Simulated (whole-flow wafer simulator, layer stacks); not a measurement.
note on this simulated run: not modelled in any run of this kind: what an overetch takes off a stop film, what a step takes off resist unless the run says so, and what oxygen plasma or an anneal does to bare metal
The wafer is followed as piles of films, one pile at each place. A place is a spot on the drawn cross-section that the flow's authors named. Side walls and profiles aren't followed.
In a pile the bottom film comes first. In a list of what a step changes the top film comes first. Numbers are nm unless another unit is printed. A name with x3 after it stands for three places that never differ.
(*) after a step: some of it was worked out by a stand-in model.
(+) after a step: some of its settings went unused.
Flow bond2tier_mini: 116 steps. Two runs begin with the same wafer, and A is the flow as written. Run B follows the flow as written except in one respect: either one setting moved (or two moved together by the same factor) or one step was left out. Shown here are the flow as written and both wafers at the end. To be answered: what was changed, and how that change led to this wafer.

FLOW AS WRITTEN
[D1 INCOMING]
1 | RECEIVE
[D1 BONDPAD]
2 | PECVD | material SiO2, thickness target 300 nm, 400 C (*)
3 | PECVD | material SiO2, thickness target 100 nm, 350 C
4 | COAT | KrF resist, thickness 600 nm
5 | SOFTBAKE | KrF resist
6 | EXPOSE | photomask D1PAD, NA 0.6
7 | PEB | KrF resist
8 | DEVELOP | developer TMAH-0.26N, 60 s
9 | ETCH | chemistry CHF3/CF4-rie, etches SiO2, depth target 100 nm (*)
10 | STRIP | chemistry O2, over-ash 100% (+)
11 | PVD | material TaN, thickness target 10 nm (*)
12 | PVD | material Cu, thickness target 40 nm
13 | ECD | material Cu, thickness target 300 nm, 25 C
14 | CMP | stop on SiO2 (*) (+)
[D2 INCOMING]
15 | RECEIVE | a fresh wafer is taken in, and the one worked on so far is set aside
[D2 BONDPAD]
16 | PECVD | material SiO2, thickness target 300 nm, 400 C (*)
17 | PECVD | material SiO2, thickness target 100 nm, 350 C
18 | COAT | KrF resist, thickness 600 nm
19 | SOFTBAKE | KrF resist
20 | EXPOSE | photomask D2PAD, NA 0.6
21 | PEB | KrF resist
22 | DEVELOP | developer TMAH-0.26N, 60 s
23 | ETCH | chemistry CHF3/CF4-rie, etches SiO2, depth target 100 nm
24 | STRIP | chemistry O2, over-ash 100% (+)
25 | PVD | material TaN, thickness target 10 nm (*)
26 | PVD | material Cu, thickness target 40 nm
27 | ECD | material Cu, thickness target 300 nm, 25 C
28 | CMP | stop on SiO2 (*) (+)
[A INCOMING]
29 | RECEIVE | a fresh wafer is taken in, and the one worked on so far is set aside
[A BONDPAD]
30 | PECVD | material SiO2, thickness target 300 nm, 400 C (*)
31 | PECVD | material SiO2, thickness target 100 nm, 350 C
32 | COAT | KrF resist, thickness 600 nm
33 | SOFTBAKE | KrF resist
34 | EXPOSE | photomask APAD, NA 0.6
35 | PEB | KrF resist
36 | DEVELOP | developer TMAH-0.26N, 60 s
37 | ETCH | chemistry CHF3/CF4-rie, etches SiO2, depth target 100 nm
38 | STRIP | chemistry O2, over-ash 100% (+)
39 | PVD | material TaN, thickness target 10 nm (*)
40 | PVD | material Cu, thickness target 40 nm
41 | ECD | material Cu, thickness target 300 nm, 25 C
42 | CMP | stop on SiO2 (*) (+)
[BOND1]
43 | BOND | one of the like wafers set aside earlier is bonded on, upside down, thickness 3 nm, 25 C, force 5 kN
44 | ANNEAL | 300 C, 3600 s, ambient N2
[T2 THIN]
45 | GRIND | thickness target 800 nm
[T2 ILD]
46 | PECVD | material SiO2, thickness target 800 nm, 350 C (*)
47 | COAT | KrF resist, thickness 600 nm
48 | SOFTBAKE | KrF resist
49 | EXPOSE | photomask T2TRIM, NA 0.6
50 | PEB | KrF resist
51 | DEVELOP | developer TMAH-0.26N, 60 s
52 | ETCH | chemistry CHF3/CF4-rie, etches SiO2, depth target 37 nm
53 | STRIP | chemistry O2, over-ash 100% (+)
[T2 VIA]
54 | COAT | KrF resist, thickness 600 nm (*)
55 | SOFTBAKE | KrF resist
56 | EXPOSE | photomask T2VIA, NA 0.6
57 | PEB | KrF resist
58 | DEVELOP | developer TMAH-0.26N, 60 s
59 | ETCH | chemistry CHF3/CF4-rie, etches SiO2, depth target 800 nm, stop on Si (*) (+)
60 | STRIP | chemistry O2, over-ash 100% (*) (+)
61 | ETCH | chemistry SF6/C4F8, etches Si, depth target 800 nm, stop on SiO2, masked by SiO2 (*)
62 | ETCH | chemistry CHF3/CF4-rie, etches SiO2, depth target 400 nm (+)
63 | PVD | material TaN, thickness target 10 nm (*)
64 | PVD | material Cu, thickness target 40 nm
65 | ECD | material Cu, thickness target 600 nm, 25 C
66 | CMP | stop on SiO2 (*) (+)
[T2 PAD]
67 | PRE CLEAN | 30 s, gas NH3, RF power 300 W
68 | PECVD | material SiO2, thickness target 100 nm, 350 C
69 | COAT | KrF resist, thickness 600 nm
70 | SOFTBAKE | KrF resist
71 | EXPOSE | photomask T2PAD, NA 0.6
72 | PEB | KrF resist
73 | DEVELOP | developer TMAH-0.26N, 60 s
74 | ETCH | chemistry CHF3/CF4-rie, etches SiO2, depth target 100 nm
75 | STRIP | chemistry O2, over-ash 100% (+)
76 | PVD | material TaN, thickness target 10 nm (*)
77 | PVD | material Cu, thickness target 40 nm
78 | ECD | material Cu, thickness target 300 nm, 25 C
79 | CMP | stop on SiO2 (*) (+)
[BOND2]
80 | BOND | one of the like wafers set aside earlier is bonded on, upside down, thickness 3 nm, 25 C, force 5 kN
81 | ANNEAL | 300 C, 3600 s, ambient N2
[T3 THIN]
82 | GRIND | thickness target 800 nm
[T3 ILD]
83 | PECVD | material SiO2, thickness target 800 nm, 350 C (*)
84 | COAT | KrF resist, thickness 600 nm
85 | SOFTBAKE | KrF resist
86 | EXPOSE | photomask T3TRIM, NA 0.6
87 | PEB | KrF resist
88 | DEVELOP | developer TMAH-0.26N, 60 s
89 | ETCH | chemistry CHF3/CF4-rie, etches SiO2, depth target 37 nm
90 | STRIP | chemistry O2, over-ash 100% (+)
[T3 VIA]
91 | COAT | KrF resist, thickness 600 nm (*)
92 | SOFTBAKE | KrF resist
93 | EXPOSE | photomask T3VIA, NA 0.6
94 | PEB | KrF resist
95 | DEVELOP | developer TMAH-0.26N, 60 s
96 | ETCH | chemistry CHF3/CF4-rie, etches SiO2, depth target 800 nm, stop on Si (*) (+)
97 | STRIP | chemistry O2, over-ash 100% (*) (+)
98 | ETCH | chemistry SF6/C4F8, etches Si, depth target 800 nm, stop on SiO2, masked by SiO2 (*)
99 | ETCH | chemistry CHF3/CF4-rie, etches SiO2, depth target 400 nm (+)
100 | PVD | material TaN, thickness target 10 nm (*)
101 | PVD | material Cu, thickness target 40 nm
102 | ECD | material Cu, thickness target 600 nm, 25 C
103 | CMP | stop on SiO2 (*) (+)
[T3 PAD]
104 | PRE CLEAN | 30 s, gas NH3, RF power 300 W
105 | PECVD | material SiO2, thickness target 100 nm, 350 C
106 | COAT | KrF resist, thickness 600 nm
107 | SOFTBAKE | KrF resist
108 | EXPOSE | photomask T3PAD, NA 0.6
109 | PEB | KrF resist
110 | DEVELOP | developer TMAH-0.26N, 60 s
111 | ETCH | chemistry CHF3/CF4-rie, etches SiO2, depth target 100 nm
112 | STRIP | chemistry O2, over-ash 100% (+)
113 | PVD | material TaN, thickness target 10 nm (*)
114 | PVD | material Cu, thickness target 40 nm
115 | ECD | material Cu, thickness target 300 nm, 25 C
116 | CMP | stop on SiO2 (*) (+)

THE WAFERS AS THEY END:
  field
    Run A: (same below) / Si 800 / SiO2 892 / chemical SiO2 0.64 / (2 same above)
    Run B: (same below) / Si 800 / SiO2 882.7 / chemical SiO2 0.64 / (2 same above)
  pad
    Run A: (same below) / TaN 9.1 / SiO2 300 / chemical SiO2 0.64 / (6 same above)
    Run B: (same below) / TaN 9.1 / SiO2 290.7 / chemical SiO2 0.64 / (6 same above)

Cause: step 17, PECVD: 392 C was run, though the flow has 350 C.

Step by step, how the change led to this:
  17 | PECVD | material SiO2, thickness target 100 nm, 350 C
      field, pad, via: A SiO2 gains 100 | B SiO2 gains 90.7
  80 | BOND | one of the like wafers set aside earlier is bonded on, upside down, thickness 3 nm, 25 C, force 5 kN
      field: A Si gains 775 um (new film), chemical SiO2 gains 0.64 (new film), SiO2 gains 400 | B Si gains 775 um (new film), chemical SiO2 gains 0.64 (new film), SiO2 gains 390.7
      pad: A Si gains 775 um (new film), chemical SiO2 gains 0.64 (new film), SiO2 gains 300 (new film), TaN gains 9.1 (new film), Cu gains 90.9 | B Si gains 775 um (new film), chemical SiO2 gains 0.64 (new film), SiO2 gains 290.7 (new film), TaN gains 9.1 (new film), Cu gains 90.9
